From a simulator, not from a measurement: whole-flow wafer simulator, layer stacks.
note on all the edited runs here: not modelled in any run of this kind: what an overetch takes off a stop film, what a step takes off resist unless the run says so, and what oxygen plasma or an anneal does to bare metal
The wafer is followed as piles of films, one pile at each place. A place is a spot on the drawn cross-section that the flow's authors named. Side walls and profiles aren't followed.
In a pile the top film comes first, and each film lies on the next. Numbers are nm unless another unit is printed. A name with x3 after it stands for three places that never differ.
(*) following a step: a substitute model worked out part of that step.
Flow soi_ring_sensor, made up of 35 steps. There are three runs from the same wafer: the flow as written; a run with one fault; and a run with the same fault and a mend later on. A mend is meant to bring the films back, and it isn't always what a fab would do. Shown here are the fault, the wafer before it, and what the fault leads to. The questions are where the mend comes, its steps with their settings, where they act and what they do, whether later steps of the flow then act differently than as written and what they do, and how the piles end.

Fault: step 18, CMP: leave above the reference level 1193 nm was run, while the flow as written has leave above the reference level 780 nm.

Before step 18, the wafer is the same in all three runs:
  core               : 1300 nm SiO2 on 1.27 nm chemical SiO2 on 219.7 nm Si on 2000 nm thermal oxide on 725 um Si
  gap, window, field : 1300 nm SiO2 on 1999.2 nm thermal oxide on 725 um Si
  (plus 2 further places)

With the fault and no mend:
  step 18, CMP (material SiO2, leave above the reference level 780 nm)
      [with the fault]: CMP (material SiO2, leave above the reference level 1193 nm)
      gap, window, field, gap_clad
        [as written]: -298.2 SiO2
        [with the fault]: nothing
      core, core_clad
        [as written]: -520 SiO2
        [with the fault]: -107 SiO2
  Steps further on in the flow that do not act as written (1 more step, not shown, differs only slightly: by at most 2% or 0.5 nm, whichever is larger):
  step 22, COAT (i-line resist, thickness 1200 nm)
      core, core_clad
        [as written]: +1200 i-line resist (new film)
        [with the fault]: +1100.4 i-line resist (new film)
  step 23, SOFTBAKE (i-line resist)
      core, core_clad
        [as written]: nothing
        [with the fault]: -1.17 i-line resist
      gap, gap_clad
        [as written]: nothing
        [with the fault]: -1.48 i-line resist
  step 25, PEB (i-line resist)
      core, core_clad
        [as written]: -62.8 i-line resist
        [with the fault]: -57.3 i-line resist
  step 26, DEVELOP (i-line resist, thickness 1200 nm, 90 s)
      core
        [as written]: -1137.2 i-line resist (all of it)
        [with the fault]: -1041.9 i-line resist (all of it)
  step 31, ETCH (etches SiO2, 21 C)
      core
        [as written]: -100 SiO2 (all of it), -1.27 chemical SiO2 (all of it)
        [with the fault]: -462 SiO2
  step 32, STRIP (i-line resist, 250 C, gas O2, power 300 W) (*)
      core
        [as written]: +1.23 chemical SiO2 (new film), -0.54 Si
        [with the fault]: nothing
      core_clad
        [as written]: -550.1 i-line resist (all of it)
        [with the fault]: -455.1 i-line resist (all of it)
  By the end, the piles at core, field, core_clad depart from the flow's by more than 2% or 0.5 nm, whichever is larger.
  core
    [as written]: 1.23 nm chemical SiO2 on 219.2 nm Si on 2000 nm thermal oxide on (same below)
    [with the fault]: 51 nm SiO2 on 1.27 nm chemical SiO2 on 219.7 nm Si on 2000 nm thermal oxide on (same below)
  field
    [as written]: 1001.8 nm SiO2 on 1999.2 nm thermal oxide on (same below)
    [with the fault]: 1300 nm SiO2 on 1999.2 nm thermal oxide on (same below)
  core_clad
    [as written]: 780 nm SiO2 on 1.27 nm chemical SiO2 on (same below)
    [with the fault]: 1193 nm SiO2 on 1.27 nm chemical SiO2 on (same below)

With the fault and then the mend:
  After step 27 comes the mend.
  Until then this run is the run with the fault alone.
  step 27a, STRIP (i-line resist, 250 C, gas O2, power 300 W) (*)
      field
        -1138.3 i-line resist (all of it)
      core_clad
        -1041.9 i-line resist (all of it)
      gap_clad
        -1151.2 i-line resist (all of it)
  step 27b, CMP (material SiO2, leave above the reference level 780 nm) (a further turn of the flow's step 18)
      gap, window, field, gap_clad
        -298.2 SiO2
      core, core_clad
        -413 SiO2
  step 27c, HMDS (120 C, 60 s) (a further turn of the flow's step 21)
      leaves every film unchanged at each place that is followed
  step 27d, COAT (i-line resist, thickness 1200 nm) (a further turn of the flow's step 22)
      core, gap, window, field, core_clad, gap_clad
        +1200 i-line resist (new film)
  step 27e, SOFTBAKE (i-line resist) (a further turn of the flow's step 23)
      leaves every film unchanged at each place that is followed
  step 27f, EXPOSE (photomask WINDOW, dose 101 mJ/cm2, NA 0.5, wavelength 365 nm) (*) (a further turn of the flow's step 24)
      leaves every film unchanged at each place that is followed
  step 27g, PEB (i-line resist) (a further turn of the flow's step 25)
      core, gap, window, field, core_clad, gap_clad
        -62.8 i-line resist
  step 27h, DEVELOP (i-line resist, thickness 1200 nm, 90 s) (a further turn of the flow's step 26)
      core, gap, window
        -1137.2 i-line resist (all of it)
      field, core_clad, gap_clad
        -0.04 i-line resist
  Later steps of the flow that are run all act as written at every place that is followed.
  The piles end the same as the flow's at every place that both follow.
